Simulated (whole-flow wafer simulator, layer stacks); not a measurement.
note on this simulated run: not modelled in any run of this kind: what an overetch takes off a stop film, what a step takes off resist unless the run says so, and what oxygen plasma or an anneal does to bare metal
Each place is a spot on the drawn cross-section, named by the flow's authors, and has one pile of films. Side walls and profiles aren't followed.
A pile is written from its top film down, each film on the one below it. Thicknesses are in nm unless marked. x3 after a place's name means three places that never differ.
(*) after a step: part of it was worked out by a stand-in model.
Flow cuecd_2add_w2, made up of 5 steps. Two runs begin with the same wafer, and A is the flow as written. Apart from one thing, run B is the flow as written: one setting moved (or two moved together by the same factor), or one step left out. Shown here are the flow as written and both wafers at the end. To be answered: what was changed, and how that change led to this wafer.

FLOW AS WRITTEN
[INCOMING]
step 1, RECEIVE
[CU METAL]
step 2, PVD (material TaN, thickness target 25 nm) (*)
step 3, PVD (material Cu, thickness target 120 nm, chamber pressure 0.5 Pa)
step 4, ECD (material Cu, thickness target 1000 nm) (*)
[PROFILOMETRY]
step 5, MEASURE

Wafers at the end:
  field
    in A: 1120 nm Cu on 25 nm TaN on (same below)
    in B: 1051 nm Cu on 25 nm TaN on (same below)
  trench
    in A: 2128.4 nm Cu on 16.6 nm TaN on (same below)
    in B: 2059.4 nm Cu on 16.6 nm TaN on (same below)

What caused this: step 3, PVD: thickness target 51 nm was run, though the flow has thickness target 120 nm.

The path from the change to this, step by step:
  step 3, PVD (material Cu, thickness target 120 nm, chamber pressure 0.5 Pa)
      field: A +120 Cu (new film) | B +51 Cu (new film)
      trench: A +80.8 Cu (new film) | B +34.5 Cu (new film)
